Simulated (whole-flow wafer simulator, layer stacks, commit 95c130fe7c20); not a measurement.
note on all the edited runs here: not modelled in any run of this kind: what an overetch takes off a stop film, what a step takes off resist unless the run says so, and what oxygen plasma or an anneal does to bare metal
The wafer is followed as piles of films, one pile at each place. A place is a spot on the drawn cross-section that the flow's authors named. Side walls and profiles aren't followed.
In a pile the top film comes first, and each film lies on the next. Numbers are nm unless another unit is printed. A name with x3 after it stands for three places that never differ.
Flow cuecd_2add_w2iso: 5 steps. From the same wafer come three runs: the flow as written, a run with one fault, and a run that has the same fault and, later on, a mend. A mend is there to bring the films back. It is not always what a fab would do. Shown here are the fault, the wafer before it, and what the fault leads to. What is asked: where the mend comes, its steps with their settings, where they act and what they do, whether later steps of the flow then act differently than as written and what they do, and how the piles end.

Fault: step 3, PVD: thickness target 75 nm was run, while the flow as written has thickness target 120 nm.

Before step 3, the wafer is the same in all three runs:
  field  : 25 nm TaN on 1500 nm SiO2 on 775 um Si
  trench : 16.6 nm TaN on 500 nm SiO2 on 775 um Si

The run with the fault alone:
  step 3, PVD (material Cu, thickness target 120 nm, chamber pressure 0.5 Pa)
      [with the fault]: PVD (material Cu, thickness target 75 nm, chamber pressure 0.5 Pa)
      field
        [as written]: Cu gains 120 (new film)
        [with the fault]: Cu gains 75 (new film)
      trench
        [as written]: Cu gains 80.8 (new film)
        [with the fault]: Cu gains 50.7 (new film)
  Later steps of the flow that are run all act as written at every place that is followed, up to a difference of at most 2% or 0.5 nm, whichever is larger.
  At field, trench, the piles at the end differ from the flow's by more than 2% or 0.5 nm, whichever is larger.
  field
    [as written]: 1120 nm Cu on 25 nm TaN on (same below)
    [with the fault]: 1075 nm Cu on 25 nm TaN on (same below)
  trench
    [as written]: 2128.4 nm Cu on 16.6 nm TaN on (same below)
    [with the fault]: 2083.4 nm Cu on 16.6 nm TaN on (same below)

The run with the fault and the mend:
  After step 3 comes the mend.
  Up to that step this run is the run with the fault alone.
  step 3a, PVD (material Cu, thickness target 45 nm, chamber pressure 0.5 Pa) (the flow's step 3, run once more with other settings)
      field
        Cu gains 45
      trench
        Cu gains 29.8
  Later steps of the flow that are run all act as written at every place that is followed, up to a difference of at most 2% or 0.5 nm, whichever is larger.
  By the end, the piles equal the flow's at every place that both follow.
